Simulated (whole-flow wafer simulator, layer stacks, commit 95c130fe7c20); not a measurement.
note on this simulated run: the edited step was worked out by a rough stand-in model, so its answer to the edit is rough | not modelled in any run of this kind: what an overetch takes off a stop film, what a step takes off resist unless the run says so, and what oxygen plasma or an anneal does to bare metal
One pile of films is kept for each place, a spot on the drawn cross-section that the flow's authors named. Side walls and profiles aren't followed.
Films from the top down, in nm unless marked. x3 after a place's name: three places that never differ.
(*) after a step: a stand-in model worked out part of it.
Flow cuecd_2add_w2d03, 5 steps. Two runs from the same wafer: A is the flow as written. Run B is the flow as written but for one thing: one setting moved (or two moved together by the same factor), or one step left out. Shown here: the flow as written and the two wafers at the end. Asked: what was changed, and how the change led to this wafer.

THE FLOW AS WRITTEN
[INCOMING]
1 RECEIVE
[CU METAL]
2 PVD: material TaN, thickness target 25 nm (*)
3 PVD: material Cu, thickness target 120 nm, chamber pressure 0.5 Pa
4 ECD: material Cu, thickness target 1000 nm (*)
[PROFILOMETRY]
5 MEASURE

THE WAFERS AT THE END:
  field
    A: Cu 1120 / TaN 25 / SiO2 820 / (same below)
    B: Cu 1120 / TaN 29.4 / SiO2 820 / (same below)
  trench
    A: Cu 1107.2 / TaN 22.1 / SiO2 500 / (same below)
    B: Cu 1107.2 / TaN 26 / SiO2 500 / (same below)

The cause: step 2, PVD: thickness target 29.4 nm was run, where the flow has thickness target 25 nm.
It can be read off the wafer: field has TaN 29.4, and step 2 as written asks for 25 nm.

How the change led to this, step by step:
  2 PVD: material TaN, thickness target 25 nm (*)
      field: A TaN +25 (new film) | B TaN +29.4 (new film)
      trench: A TaN +22.1 (new film) | B TaN +26 (new film)
